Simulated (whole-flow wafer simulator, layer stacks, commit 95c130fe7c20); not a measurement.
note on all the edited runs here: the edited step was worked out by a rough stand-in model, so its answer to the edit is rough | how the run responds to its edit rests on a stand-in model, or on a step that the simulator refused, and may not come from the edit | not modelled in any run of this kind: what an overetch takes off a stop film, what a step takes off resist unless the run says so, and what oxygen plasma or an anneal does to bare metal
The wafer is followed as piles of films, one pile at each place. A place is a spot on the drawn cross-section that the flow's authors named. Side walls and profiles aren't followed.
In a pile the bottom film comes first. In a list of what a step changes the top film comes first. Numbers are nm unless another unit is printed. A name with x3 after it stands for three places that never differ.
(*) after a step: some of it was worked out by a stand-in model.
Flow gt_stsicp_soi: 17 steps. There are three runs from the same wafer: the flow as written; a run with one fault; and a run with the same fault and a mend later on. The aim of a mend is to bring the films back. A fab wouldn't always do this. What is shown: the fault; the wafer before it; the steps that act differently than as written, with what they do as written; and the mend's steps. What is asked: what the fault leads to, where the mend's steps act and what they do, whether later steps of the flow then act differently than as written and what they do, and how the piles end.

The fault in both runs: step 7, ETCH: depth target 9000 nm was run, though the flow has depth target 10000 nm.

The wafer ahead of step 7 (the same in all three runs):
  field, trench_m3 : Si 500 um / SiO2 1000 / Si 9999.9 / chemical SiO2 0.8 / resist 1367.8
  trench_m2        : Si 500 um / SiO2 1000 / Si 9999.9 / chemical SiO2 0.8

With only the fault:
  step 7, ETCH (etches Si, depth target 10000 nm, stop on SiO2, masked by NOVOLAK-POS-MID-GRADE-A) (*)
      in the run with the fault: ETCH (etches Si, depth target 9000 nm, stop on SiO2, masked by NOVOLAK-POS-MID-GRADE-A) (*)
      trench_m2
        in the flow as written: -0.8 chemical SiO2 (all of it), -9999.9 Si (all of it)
        in the run with the fault: -0.8 chemical SiO2 (all of it), -9000 Si
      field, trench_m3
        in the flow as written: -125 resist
        in the run with the fault: -112.5 resist
  Later steps of the flow acting differently than as written (2 more steps, not shown, differ only slightly: by at most 2% or 0.5 nm, whichever is larger):
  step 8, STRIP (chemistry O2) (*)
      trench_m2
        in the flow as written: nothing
        in the run with the fault: +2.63 chemical SiO2 (new film), -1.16 Si
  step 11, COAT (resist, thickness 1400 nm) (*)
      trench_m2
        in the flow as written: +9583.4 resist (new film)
        in the run with the fault: +8794.5 resist (new film)
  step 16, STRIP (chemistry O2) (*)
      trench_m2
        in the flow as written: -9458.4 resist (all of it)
        in the run with the fault: -8669.5 resist (all of it), +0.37 chemical SiO2, -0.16 Si
  The piles end different from the flow's at trench_m2 by more than 2% or 0.5 nm, whichever is larger.
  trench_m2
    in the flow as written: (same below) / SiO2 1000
    in the run with the fault: (same below) / SiO2 1000 / Si 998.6 / chemical SiO2 3

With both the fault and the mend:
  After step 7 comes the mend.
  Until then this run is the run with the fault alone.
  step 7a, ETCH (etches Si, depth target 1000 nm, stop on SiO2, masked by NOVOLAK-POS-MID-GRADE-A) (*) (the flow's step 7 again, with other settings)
      field, trench_m3
        -12.5 resist
      trench_m2
        -999.9 Si (all of it)
  Every later step of the flow that is run acts as written at every place that is followed.
  By the end, the piles equal the flow's at every place that both follow.
